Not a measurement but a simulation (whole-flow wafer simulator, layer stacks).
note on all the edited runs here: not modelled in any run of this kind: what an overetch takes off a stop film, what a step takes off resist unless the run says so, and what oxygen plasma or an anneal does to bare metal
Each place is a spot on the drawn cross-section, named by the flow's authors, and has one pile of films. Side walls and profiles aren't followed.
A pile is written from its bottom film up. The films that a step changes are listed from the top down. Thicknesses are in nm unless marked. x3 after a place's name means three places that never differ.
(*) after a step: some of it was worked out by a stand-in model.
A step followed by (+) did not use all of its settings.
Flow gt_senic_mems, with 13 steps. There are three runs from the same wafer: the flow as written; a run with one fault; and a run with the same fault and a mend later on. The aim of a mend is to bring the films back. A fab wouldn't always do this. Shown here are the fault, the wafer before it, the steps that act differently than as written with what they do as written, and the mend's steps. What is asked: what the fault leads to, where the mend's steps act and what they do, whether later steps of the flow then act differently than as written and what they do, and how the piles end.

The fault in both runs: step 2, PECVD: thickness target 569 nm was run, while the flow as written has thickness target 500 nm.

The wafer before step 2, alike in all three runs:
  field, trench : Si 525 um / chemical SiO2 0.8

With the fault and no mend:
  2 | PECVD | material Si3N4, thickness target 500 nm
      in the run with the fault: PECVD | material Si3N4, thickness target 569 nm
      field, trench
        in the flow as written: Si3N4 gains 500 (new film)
        in the run with the fault: Si3N4 gains 569 (new film)
  Later steps of the flow acting differently than as written (1 other step is not shown; it differs only slightly, by no more than 2% or 0.5 nm, whichever is larger):
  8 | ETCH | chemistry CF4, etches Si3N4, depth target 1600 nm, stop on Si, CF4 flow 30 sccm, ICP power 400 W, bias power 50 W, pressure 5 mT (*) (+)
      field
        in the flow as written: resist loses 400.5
        in the run with the fault: resist loses 446.5
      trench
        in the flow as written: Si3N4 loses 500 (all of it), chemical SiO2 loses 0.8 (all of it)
        in the run with the fault: Si3N4 loses 569 (all of it), chemical SiO2 loses 0.8 (all of it)
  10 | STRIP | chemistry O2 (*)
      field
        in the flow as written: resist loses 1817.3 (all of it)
        in the run with the fault: resist loses 1771.3 (all of it)
  At field, the piles at the end differ from the flow's by more than 2% or 0.5 nm, whichever is larger.
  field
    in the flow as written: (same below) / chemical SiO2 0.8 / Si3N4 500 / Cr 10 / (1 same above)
    in the run with the fault: (same below) / chemical SiO2 0.8 / Si3N4 569 / Cr 10 / (1 same above)

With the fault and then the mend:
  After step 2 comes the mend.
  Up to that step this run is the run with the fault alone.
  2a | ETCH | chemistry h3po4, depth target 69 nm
      field, trench
        Si3N4 loses 69
  None of the later steps of the flow acts differently than as written at any place that is followed.
  At every place that both follow, the piles at the end match the flow's.
